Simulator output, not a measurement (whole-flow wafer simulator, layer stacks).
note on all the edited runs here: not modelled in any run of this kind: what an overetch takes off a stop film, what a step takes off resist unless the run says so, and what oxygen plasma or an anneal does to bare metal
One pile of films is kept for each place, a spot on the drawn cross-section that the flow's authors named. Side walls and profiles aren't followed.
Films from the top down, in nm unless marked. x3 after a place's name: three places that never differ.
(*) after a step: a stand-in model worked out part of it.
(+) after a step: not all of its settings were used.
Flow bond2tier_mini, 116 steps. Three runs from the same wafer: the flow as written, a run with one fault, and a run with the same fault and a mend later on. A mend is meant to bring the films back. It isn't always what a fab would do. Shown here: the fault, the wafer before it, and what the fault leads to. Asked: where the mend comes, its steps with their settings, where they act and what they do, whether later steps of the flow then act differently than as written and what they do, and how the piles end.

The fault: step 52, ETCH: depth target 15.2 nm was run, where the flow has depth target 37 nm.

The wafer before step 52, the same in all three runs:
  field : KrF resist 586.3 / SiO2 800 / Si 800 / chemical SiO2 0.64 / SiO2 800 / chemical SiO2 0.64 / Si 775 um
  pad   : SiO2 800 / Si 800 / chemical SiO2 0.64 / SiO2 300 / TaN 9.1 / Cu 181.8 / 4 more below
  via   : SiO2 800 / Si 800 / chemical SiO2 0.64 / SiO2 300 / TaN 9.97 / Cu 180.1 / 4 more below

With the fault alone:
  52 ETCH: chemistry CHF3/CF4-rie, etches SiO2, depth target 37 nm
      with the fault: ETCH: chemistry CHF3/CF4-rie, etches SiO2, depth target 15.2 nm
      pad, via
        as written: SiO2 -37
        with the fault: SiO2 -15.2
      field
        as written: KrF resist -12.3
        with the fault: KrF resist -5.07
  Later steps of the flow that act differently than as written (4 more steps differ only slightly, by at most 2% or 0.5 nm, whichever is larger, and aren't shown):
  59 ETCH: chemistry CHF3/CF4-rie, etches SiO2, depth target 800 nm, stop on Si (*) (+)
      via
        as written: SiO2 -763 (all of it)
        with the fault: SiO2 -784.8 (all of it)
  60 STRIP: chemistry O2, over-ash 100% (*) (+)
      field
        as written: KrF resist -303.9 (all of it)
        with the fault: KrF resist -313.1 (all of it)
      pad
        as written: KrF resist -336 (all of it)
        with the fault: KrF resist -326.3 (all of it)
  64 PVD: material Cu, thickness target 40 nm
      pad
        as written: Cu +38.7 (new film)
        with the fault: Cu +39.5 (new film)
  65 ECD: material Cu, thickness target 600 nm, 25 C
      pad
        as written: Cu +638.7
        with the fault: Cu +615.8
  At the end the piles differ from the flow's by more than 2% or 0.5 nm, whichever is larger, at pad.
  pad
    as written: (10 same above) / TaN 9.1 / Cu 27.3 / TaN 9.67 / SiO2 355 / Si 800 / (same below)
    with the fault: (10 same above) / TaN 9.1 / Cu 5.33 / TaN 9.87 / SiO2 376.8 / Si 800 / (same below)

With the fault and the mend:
  The mend comes after step 52.
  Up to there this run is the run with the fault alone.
  52a ETCH: chemistry CHF3/CF4-rie, etches SiO2, depth target 21.8 nm (the flow's step 52 once more, with other settings)
      pad, via
        SiO2 -21.8
      field
        KrF resist -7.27
  No later step of the flow acts differently than as written at any place that is followed.
  At the end the piles are the same as the flow's at every place that both follow.
